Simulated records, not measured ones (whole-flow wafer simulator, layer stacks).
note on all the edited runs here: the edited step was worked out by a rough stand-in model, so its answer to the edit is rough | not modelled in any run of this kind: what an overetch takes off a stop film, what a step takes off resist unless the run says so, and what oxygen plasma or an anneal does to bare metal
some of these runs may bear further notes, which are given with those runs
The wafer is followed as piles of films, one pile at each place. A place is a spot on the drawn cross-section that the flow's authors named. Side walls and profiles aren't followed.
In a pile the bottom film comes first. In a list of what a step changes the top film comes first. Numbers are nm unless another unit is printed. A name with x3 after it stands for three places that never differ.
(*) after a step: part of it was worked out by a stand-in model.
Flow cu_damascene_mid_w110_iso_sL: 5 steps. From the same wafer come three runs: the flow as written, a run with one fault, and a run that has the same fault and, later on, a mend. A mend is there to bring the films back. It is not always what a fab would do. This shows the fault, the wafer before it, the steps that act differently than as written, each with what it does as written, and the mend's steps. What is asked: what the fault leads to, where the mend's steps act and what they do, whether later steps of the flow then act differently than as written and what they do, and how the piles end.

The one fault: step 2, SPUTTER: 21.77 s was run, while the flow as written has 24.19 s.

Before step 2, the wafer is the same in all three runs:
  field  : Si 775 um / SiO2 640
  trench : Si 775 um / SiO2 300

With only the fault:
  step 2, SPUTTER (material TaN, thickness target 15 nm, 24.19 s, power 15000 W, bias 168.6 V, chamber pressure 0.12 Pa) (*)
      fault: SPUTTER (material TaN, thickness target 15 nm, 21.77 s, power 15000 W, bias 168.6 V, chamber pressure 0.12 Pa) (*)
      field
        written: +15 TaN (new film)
        fault: +13.5 TaN (new film)
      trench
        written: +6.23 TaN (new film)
        fault: +5.61 TaN (new film)
  Later steps of the flow that are run all act as written at every place that is followed, up to a difference of at most 2% or 0.5 nm, whichever is larger.
  At field, trench, the piles at the end differ from the flow's by more than 2% or 0.5 nm, whichever is larger.
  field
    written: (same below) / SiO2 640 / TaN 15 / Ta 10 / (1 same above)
    fault: (same below) / SiO2 640 / TaN 13.5 / Ta 10 / (1 same above)
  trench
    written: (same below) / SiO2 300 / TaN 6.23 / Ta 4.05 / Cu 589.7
    fault: (same below) / SiO2 300 / TaN 5.61 / Ta 4.06 / Cu 588.8

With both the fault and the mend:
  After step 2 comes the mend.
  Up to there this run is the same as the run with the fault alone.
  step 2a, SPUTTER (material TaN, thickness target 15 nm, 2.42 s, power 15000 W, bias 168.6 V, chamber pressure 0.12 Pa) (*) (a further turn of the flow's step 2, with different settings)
      field
        +1.5 TaN
      trench
        +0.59 TaN
  Later steps of the flow that are run all act as written at every place that is followed.
  When the end is reached, the piles differ only a little from the flow's at the places that both follow, at most by 2% or 0.5 nm, whichever is larger.
